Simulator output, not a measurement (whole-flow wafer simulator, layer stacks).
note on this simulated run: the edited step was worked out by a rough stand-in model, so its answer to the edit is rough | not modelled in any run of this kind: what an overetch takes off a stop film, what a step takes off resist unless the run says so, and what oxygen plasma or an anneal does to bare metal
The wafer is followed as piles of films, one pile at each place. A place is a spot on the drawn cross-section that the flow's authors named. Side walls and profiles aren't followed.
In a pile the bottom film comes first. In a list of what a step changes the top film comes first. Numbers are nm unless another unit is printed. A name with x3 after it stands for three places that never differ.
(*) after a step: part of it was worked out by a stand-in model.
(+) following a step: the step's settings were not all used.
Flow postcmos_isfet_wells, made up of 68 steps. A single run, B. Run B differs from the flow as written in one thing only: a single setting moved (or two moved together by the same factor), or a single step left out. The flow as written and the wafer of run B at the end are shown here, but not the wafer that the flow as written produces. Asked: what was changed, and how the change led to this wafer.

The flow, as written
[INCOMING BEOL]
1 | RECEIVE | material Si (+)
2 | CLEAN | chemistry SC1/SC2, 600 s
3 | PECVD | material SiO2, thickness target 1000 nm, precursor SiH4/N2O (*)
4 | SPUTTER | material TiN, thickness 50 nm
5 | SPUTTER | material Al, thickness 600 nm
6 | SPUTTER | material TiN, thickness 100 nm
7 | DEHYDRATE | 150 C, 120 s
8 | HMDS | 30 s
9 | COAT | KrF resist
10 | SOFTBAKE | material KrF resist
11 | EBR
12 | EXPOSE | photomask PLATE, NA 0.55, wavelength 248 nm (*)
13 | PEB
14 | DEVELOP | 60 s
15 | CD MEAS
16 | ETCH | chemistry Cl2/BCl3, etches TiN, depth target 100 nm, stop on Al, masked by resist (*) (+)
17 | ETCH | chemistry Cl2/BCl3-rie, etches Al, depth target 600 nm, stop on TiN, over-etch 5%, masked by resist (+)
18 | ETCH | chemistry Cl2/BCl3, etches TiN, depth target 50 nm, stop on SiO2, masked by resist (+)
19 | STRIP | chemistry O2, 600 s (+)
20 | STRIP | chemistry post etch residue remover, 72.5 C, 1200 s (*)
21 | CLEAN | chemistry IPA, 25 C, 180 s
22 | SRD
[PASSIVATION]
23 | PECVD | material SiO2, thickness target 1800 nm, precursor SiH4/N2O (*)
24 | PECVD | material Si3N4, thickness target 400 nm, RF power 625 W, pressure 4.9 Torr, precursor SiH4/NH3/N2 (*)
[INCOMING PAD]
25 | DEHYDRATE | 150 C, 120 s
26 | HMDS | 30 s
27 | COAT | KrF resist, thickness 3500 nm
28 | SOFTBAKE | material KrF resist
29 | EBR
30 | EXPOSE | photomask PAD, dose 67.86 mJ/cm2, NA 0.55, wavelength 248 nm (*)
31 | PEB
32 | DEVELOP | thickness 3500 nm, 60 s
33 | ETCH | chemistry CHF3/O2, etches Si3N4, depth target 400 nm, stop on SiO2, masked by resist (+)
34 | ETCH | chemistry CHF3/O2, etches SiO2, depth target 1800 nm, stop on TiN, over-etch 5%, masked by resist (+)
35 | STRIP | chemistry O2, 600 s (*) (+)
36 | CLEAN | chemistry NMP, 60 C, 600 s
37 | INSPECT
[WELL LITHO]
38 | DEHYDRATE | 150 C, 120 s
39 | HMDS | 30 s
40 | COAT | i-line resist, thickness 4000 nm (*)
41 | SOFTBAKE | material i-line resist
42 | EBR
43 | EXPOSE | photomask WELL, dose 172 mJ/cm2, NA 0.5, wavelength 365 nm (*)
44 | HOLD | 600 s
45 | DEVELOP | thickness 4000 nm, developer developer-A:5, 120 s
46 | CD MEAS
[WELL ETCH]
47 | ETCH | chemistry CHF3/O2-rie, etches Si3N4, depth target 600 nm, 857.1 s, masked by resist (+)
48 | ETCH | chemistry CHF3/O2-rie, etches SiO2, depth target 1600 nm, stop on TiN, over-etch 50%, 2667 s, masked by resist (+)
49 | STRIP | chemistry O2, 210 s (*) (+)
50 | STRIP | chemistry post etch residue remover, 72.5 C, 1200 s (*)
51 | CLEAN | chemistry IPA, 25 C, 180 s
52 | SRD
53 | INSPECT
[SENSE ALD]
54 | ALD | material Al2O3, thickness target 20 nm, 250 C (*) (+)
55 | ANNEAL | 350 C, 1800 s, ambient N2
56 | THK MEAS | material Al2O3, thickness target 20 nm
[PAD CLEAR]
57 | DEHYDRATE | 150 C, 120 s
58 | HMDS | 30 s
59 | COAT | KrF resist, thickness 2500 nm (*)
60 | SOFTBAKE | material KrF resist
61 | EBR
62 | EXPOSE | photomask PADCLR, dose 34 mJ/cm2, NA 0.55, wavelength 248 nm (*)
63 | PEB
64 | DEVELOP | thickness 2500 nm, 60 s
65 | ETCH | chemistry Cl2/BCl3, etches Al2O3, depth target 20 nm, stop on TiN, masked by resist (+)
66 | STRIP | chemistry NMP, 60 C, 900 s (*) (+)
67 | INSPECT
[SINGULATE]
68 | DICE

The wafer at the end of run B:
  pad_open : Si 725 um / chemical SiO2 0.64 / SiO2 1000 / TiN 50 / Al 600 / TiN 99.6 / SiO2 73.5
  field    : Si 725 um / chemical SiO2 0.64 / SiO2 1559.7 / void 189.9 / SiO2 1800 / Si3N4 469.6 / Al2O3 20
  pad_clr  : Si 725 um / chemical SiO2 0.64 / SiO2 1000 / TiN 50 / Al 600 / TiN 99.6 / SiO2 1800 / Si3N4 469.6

Cause: step 24, PECVD: thickness target 470 nm was run, whereas the flow has thickness target 400 nm.

Step by step, how the change led to this:
  24 | PECVD | material Si3N4, thickness target 400 nm, RF power 625 W, pressure 4.9 Torr, precursor SiH4/NH3/N2 (*)
      field, margin, well900, well1300 x3, pad_rim, pad_clr, pad_open: +470 Si3N4 (new film) (in the flow as written it would be: +400 Si3N4 (new film))
  33 | ETCH | chemistry CHF3/O2, etches Si3N4, depth target 400 nm, stop on SiO2, masked by resist (+)
      pad_open: -400 Si3N4 (in the flow as written it would be: -400 Si3N4 (all of it))
  34 | ETCH | chemistry CHF3/O2, etches SiO2, depth target 1800 nm, stop on TiN, over-etch 5%, masked by resist (+)
      pad_open: -70 Si3N4 (all of it), -1726.5 SiO2 (in the flow as written it would be: -1800 SiO2 (all of it))
  47 | ETCH | chemistry CHF3/O2-rie, etches Si3N4, depth target 600 nm, 857.1 s, masked by resist (+)
      well900, well1300 x3: -470 Si3N4 (all of it), -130 SiO2 (in the flow as written it would be: -400 Si3N4 (all of it), -200 SiO2)
  48 | ETCH | chemistry CHF3/O2-rie, etches SiO2, depth target 1600 nm, stop on TiN, over-etch 50%, 2667 s, masked by resist (+)
      well900, well1300 x3: -1670 SiO2 (all of it) (in the flow as written it would be: -1600 SiO2 (all of it))
  59 | COAT | KrF resist, thickness 2500 nm (*)
      field: +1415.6 KrF resist (new film) (in the flow as written it would be: +1449 KrF resist (new film))
      margin: +1415.5 KrF resist (new film) (in the flow as written it would be: +1448.9 KrF resist (new film))
  66 | STRIP | chemistry NMP, 60 C, 900 s (*) (+)
      field, margin: -1366.9 KrF resist (all of it) (in the flow as written it would be: -1400.1 KrF resist (all of it))
